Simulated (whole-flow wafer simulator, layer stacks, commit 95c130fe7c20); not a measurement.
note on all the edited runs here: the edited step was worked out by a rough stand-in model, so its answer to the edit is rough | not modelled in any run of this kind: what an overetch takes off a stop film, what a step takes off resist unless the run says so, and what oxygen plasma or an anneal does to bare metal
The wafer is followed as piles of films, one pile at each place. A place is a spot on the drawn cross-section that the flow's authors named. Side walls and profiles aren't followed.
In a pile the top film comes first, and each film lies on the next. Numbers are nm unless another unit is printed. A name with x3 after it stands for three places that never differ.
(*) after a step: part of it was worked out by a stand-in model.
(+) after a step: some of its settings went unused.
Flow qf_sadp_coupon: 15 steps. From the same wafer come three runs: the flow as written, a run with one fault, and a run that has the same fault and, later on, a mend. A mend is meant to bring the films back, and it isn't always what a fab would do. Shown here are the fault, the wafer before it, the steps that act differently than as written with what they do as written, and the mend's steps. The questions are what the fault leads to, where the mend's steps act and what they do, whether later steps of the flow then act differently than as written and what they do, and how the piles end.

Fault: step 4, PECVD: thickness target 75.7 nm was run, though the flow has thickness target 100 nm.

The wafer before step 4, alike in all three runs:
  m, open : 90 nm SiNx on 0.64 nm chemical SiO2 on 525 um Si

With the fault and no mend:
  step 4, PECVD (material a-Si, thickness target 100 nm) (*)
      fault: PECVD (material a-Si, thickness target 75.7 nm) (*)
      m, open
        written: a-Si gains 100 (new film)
        fault: a-Si gains 75.7 (new film)
  Later steps of the flow acting differently than as written:
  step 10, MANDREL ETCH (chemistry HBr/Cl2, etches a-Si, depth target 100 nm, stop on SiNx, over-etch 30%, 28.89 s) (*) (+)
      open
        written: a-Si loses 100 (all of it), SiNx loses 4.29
        fault: a-Si loses 75.7 (all of it), SiNx loses 7.76
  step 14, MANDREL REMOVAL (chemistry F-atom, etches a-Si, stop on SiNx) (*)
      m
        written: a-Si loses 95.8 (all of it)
        fault: a-Si loses 71.5 (all of it)
  By the end, the piles at open depart from the flow's by more than 2% or 0.5 nm, whichever is larger.
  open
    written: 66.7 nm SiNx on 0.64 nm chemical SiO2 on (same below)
    fault: 63.2 nm SiNx on 0.64 nm chemical SiO2 on (same below)

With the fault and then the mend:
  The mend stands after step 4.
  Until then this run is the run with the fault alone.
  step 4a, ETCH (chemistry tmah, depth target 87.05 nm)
      m, open
        a-Si loses 75.7 (all of it)
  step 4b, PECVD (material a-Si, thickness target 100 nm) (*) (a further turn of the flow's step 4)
      m, open
        a-Si gains 100 (new film)
  Later steps of the flow that are run all act as written at every place that is followed.
  By the end, the piles equal the flow's at every place that both follow.
